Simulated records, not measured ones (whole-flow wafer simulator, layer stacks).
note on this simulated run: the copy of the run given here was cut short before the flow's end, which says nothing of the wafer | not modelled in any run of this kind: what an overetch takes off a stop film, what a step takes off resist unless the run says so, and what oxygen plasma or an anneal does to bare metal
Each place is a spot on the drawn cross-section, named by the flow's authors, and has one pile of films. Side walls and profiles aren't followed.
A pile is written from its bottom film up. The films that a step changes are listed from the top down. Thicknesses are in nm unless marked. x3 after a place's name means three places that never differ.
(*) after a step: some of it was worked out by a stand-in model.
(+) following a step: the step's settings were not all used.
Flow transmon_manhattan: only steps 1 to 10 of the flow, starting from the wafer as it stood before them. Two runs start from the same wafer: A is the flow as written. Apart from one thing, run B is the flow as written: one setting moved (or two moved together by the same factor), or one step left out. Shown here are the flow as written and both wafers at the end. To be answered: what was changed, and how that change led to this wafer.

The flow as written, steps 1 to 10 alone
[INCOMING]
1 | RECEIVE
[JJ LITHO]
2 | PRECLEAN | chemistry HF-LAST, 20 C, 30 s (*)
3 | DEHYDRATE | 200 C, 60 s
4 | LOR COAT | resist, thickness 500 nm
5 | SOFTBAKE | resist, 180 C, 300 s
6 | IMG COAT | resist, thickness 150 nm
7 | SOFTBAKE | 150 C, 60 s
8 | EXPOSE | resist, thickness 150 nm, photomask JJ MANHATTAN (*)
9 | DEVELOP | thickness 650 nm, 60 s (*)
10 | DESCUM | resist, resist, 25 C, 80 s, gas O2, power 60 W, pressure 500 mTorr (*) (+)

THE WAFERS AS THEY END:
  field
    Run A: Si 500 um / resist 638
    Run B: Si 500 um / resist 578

What caused this: step 6, IMG COAT: thickness 90 nm was run, whereas the flow has thickness 150 nm.

Step by step, how the change led to this:
  6 | IMG COAT | resist, thickness 150 nm
      field, chan_a x2: A resist gains 150 | B resist gains 90
  9 | DEVELOP | thickness 650 nm, 60 s (*)
      chan_a x2: A resist loses 650 (all of it) | B resist loses 590 (all of it)
